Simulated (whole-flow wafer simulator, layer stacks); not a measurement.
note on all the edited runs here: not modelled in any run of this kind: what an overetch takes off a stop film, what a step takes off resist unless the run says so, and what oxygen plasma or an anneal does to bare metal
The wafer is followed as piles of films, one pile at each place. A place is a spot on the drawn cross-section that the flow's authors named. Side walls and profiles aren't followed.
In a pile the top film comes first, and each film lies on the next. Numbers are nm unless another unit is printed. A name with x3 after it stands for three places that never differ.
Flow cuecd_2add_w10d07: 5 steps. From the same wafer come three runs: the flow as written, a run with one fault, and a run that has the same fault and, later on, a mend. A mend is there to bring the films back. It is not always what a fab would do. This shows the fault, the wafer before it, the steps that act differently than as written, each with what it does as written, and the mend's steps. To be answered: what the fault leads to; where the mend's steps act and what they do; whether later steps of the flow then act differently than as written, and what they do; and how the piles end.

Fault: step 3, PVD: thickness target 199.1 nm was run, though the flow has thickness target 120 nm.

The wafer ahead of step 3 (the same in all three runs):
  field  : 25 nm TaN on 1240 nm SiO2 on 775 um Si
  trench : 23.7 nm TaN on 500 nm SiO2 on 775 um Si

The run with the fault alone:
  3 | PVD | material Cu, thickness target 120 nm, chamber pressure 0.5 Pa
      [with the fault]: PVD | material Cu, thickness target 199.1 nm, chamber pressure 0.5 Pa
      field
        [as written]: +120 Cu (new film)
        [with the fault]: +199.1 Cu (new film)
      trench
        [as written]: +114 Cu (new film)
        [with the fault]: +189.5 Cu (new film)
  None of the later steps of the flow acts differently than as written at any place that is followed.
  At field, trench, the piles at the end differ from the flow's by more than 2% or 0.5 nm, whichever is larger.
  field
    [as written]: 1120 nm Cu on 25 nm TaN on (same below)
    [with the fault]: 1199.1 nm Cu on 25 nm TaN on (same below)
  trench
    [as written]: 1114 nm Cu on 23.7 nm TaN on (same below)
    [with the fault]: 1189.5 nm Cu on 23.7 nm TaN on (same below)

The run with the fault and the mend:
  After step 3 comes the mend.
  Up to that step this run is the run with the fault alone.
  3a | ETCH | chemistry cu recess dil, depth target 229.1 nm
      field
        -199.1 Cu (all of it)
      trench
        -189.5 Cu (all of it)
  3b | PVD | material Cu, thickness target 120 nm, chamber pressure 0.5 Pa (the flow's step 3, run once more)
      field
        +120 Cu (new film)
      trench
        +114 Cu (new film)
  None of the later steps of the flow acts differently than as written at any place that is followed.
  At every place that both follow, the piles at the end match the flow's.
